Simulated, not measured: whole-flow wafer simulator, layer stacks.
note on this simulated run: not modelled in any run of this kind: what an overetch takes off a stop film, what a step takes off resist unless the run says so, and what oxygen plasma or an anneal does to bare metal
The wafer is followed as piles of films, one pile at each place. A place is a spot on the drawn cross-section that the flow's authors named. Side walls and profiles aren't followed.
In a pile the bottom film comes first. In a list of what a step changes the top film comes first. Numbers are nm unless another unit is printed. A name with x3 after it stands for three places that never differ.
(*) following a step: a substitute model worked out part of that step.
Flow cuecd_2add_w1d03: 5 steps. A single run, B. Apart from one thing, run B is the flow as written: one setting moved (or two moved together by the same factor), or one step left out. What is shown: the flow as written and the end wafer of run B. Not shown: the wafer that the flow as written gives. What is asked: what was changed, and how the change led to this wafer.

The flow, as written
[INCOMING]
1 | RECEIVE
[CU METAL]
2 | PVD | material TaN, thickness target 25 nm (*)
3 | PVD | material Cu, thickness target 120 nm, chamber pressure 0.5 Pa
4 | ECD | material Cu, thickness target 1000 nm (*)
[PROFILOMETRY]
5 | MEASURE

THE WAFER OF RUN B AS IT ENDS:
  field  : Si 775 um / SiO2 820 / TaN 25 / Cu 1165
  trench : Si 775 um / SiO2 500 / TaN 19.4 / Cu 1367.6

Cause: step 3, PVD: thickness target 165 nm was run, while the flow as written has thickness target 120 nm.

The path from the change to this, step by step:
  3 | PVD | material Cu, thickness target 120 nm, chamber pressure 0.5 Pa
      field: Cu gains 165 (new film) (in the flow as written it would be: Cu gains 120 (new film))
      trench: Cu gains 128.4 (new film) (in the flow as written it would be: Cu gains 93.4 (new film))
